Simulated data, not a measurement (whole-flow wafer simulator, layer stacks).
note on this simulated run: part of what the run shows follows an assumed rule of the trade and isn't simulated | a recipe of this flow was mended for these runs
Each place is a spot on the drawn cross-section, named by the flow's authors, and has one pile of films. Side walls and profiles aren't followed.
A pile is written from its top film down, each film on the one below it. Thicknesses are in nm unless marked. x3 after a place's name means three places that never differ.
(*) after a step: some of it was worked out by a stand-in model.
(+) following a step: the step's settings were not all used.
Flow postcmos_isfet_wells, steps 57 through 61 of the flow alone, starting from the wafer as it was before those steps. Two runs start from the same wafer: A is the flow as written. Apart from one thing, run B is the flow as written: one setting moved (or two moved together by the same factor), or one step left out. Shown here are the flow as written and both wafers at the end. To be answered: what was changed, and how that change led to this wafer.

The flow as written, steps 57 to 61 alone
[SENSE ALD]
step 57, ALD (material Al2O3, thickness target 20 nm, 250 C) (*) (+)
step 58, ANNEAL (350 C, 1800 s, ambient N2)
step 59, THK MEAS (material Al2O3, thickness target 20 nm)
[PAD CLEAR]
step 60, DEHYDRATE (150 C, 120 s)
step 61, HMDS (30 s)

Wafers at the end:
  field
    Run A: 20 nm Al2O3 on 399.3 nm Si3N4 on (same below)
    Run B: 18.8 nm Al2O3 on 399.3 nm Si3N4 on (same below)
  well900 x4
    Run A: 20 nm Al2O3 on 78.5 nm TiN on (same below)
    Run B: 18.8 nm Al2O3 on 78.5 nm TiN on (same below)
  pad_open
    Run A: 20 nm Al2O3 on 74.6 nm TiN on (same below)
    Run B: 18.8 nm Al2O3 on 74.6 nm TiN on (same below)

Cause: step 57, ALD: 287.5 C was run, while the flow as written has 250 C.

The path from the change to this, step by step:
  step 57, ALD (material Al2O3, thickness target 20 nm, 250 C) (*) (+)
      field, margin x3, well900 x4, pad_open: A Al2O3 gains 20 (new film) | B Al2O3 gains 18.8 (new film)
